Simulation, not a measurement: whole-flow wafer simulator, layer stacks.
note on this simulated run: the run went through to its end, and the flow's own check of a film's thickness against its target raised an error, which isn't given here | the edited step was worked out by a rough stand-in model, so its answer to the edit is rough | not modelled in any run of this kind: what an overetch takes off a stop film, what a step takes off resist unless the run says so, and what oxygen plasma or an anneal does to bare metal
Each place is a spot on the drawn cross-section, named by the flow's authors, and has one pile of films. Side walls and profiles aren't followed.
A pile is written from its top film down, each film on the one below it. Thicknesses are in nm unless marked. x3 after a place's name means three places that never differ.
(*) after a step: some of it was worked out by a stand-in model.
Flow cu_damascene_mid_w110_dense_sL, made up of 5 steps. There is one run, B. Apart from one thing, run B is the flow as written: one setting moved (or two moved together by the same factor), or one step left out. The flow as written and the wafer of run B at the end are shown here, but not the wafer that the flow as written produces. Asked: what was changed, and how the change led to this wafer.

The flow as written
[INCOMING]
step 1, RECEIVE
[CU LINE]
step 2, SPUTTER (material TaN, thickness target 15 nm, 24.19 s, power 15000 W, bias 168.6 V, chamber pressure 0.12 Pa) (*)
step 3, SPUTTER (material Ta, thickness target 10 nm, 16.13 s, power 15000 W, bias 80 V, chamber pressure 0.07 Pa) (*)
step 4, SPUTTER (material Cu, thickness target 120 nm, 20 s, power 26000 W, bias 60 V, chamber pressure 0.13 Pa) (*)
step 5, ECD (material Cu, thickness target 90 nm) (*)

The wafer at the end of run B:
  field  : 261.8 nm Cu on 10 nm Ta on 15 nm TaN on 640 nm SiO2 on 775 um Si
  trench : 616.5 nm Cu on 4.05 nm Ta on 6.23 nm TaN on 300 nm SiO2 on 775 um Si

What caused this: step 5, ECD: thickness target 141.8 nm was run, while the flow as written has thickness target 90 nm.

The path from the change to this, step by step:
  step 5, ECD (material Cu, thickness target 90 nm) (*)
      field: Cu gains 141.8 (it would be, as written: Cu gains 90)
      trench: Cu gains 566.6 (it would be, as written: Cu gains 514.8)
